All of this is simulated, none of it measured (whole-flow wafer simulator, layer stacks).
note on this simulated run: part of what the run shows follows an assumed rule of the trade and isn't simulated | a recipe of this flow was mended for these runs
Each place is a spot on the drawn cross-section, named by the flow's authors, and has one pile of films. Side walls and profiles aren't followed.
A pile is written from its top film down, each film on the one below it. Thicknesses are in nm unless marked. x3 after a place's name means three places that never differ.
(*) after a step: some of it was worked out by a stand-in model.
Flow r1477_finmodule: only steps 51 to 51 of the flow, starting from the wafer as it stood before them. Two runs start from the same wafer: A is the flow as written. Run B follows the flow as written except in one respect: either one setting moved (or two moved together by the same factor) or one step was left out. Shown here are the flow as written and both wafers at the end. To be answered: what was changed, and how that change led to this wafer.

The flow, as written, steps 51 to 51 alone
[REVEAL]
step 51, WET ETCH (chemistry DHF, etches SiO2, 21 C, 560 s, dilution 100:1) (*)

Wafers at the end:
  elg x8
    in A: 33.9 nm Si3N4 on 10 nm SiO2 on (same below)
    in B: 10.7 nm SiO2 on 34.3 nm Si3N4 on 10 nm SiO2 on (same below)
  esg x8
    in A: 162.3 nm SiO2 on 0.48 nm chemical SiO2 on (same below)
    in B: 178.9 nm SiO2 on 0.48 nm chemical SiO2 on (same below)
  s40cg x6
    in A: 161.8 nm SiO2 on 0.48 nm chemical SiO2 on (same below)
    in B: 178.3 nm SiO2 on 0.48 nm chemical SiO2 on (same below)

What caused this: step 51, WET ETCH: 231 s was run, whereas the flow has 560 s.

Step by step, how the change led to this:
  step 51, WET ETCH (chemistry DHF, etches SiO2, 21 C, 560 s, dilution 100:1) (*)
      elg x8: A SiO2 loses 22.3 (all of it), Si3N4 loses 0.41 | B SiO2 loses 11.6
      esg x8, s40cg x6, s40sg x6: A SiO2 loses 28.1 | B SiO2 loses 11.6
      (and at 8 other places as well)
